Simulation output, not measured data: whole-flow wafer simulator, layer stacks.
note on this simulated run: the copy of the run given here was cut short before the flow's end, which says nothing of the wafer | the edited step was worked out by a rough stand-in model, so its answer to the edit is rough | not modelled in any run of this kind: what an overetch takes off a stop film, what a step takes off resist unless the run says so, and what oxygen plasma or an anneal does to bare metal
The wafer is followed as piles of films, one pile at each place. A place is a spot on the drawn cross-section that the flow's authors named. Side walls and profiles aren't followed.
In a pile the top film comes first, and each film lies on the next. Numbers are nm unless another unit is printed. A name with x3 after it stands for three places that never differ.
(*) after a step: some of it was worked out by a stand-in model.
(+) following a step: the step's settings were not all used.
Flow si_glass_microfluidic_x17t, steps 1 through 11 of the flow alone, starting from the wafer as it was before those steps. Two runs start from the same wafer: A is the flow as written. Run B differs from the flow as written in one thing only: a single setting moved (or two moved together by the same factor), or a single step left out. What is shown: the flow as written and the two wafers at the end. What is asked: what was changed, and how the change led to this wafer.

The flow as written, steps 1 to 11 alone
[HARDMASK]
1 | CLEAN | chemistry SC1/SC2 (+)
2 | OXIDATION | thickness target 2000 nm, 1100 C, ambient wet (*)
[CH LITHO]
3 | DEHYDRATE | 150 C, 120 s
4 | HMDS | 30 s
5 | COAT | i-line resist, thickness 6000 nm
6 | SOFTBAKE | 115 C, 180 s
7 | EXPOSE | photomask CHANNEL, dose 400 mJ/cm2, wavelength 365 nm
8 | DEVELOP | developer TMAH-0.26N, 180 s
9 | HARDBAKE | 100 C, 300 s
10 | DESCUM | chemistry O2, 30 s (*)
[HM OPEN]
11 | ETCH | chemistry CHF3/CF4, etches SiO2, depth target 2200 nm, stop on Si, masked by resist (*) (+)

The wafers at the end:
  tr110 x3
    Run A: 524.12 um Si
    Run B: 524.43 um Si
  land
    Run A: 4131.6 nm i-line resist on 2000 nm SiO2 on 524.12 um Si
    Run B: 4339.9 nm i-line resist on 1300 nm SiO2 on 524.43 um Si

The reason: step 2, OXIDATION: thickness target 1300 nm was run, whereas the flow has thickness target 2000 nm.
One can read it off the wafer: land has SiO2 1300, and step 2 as written asks for 2000 nm.

Step by step, how the change led to this:
  2 | OXIDATION | thickness target 2000 nm, 1100 C, ambient wet (*)
      land, tr110 x3: A +2000 SiO2 (new film), -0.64 chemical SiO2 (all of it), -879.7 Si | B +1300 SiO2 (new film), -0.64 chemical SiO2 (all of it), -571.7 Si
  11 | ETCH | chemistry CHF3/CF4, etches SiO2, depth target 2200 nm, stop on Si, masked by resist (*) (+)
      tr110 x3: A -2000 SiO2 (all of it) | B -1300 SiO2 (all of it)
      land: A -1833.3 i-line resist | B -1625 i-line resist
